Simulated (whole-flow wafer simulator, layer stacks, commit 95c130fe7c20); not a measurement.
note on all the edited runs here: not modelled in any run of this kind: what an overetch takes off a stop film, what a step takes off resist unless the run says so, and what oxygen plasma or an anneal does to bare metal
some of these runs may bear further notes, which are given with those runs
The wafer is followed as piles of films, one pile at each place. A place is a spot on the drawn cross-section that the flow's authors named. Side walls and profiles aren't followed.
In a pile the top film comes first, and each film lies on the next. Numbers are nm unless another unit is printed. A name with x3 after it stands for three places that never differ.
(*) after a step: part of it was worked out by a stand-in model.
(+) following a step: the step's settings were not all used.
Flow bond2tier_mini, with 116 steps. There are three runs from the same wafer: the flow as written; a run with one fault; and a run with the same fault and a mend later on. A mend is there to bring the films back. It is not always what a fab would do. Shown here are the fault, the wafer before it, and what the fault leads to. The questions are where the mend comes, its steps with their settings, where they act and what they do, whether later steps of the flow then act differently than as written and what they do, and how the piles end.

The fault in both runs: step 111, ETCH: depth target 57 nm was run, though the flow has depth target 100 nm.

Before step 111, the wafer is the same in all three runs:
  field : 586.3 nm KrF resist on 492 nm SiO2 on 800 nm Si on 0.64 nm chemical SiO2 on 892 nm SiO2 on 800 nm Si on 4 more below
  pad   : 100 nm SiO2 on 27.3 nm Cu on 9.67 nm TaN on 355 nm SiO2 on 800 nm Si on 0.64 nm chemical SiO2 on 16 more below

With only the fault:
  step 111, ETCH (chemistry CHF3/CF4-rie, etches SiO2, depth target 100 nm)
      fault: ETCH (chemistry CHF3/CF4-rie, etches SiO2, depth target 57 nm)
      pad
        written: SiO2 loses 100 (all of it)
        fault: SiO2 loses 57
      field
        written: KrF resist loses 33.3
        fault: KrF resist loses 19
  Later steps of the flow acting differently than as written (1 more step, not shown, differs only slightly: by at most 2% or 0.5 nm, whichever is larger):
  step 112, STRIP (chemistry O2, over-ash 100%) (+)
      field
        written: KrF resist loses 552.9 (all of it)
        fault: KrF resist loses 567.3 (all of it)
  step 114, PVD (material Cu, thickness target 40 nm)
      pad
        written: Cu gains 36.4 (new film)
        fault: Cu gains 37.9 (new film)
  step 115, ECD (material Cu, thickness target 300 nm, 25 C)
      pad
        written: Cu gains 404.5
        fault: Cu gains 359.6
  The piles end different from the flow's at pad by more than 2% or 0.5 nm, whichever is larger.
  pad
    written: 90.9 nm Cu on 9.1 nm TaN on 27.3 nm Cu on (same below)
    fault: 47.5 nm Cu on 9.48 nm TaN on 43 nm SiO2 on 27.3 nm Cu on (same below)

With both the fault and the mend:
  After step 112 comes the mend.
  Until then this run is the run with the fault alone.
  step 112a, COAT (KrF resist, thickness 600 nm) (*) (a further turn of the flow's step 106)
      field
        KrF resist gains 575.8 (new film)
      pad
        KrF resist gains 625.2 (new film)
  step 112b, SOFTBAKE (KrF resist) (a further turn of the flow's step 107)
      alters no film at any place that is followed
  step 112c, EXPOSE (photomask T3PAD, NA 0.6) (a further turn of the flow's step 108)
      alters no film at any place that is followed
  step 112d, PEB (KrF resist) (a further turn of the flow's step 109)
      alters no film at any place that is followed
  step 112e, DEVELOP (developer TMAH-0.26N, 60 s) (a further turn of the flow's step 110)
      field
        KrF resist loses 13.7
      pad
        KrF resist loses 625.2 (all of it)
  step 112f, ETCH (chemistry CHF3/CF4-rie, etches SiO2, depth target 43 nm) (a further turn of the flow's step 111, with different settings)
      field
        KrF resist loses 14.3
      pad
        SiO2 loses 43 (all of it)
  step 112g, STRIP (chemistry O2, over-ash 100%) (+) (a further turn of the flow's step 112)
      field
        KrF resist loses 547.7 (all of it)
  Every later step of the flow that is run acts as written at every place that is followed.
  By the end, the piles equal the flow's at every place that both follow.
